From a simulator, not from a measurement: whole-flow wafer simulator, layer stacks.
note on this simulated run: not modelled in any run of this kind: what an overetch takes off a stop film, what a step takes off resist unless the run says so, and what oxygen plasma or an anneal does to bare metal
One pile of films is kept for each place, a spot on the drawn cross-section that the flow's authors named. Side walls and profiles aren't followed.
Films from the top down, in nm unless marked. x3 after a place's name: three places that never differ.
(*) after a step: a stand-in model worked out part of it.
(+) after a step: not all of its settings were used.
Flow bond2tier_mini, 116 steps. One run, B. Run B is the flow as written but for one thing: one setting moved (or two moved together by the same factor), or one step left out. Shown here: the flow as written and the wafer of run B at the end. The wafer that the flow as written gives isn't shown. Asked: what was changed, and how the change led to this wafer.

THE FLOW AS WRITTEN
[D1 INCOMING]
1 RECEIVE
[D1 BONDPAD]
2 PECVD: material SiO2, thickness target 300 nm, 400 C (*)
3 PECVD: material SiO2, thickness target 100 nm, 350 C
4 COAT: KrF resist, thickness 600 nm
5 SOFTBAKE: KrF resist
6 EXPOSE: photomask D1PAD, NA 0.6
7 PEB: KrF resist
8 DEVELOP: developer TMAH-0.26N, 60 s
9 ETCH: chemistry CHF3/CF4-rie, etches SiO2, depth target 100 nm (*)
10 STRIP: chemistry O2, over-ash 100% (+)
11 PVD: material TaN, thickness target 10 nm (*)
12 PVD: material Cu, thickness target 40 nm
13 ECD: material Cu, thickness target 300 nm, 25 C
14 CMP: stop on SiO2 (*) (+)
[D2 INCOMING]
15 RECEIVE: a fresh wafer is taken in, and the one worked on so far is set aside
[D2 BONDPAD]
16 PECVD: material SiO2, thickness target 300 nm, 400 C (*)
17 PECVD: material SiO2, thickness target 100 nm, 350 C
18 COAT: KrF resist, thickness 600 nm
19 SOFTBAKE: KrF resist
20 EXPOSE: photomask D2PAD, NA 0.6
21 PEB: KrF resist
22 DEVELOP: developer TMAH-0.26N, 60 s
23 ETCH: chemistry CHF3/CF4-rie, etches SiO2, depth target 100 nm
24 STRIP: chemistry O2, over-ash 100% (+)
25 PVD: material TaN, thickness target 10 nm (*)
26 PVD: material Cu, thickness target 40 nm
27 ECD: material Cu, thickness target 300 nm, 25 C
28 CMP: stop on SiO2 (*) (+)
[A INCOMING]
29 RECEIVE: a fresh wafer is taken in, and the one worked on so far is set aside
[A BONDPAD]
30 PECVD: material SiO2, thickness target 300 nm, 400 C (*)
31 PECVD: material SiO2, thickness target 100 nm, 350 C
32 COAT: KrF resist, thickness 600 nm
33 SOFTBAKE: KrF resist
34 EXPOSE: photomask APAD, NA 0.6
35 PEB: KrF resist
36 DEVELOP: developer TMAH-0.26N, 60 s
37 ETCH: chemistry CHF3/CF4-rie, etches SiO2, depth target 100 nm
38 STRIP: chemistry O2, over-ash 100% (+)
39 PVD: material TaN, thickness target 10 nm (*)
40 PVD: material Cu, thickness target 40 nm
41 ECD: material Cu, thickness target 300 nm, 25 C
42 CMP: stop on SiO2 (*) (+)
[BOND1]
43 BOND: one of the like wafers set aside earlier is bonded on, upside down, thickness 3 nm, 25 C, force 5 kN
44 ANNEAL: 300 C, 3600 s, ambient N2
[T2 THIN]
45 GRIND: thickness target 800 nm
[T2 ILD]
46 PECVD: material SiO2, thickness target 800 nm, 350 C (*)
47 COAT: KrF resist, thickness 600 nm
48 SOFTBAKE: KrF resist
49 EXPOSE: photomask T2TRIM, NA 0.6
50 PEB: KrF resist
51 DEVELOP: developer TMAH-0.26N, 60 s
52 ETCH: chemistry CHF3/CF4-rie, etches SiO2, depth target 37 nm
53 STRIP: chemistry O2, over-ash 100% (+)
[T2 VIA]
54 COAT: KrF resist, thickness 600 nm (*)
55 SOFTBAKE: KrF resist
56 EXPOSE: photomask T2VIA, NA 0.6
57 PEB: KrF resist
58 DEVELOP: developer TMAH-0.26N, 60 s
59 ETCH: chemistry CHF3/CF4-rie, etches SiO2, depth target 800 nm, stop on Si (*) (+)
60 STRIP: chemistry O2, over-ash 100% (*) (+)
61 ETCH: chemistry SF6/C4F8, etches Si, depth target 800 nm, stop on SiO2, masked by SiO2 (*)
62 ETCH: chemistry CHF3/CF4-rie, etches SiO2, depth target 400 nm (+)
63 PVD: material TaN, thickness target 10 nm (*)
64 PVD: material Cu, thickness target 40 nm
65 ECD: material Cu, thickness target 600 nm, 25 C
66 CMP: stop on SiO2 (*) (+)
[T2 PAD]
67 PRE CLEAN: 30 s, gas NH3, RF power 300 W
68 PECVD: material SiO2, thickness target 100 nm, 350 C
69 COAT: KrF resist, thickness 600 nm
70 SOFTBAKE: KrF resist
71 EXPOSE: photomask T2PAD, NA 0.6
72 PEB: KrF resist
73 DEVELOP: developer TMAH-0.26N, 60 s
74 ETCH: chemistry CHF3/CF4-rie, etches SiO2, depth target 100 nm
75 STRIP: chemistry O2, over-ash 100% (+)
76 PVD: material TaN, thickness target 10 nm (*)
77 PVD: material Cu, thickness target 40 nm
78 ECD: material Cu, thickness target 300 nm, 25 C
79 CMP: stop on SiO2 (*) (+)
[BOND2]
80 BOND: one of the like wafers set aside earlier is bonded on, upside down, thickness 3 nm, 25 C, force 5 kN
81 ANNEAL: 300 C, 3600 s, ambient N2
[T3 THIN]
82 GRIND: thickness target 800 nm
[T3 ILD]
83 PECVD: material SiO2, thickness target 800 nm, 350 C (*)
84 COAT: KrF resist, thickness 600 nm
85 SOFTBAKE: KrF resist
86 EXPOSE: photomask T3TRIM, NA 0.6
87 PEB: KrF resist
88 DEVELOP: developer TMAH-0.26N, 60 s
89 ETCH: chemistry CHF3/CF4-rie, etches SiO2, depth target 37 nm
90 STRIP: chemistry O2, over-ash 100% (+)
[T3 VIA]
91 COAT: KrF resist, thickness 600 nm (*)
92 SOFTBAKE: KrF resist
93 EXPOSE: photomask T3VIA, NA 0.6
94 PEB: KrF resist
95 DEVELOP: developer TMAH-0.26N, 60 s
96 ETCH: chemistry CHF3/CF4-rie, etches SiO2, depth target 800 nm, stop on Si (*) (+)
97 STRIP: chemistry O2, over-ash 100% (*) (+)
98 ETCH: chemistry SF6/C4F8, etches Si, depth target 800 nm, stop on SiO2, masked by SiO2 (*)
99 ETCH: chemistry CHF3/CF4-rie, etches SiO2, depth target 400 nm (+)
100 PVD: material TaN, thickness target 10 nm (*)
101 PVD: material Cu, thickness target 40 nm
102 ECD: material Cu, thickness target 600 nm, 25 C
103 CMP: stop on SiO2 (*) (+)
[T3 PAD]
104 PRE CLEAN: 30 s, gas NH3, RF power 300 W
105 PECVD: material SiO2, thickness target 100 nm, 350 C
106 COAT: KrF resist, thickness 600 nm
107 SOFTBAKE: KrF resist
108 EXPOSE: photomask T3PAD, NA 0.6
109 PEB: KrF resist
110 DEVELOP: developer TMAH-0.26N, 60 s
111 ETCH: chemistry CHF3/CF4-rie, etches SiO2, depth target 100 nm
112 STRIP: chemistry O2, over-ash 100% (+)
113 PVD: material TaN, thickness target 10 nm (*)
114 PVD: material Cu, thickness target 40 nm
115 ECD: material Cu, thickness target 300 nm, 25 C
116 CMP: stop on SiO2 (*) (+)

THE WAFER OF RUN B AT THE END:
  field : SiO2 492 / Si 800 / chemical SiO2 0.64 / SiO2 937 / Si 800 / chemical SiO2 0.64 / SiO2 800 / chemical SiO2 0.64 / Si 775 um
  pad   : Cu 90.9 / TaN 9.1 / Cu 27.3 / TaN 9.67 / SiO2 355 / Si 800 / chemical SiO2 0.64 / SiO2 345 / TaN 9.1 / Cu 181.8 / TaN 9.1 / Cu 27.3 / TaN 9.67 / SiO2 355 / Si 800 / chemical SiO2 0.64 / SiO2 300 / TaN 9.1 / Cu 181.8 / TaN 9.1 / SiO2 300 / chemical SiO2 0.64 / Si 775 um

The cause: step 17, PECVD: thickness target 145 nm was run, where the flow has thickness target 100 nm.

How the change led to this, step by step:
  17 PECVD: material SiO2, thickness target 100 nm, 350 C
      field, pad, via: SiO2 +145 (as written it would be: SiO2 +100)
  80 BOND: one of the like wafers set aside earlier is bonded on, upside down, thickness 3 nm, 25 C, force 5 kN
      field: Si +775 um (new film), chemical SiO2 +0.64 (new film), SiO2 +445 (as written it would be: Si +775 um (new film), chemical SiO2 +0.64 (new film), SiO2 +400)
      pad: Si +775 um (new film), chemical SiO2 +0.64 (new film), SiO2 +345 (new film), TaN +9.1 (new film), Cu +90.9 (as written it would be: Si +775 um (new film), chemical SiO2 +0.64 (new film), SiO2 +300 (new film), TaN +9.1 (new film), Cu +90.9)
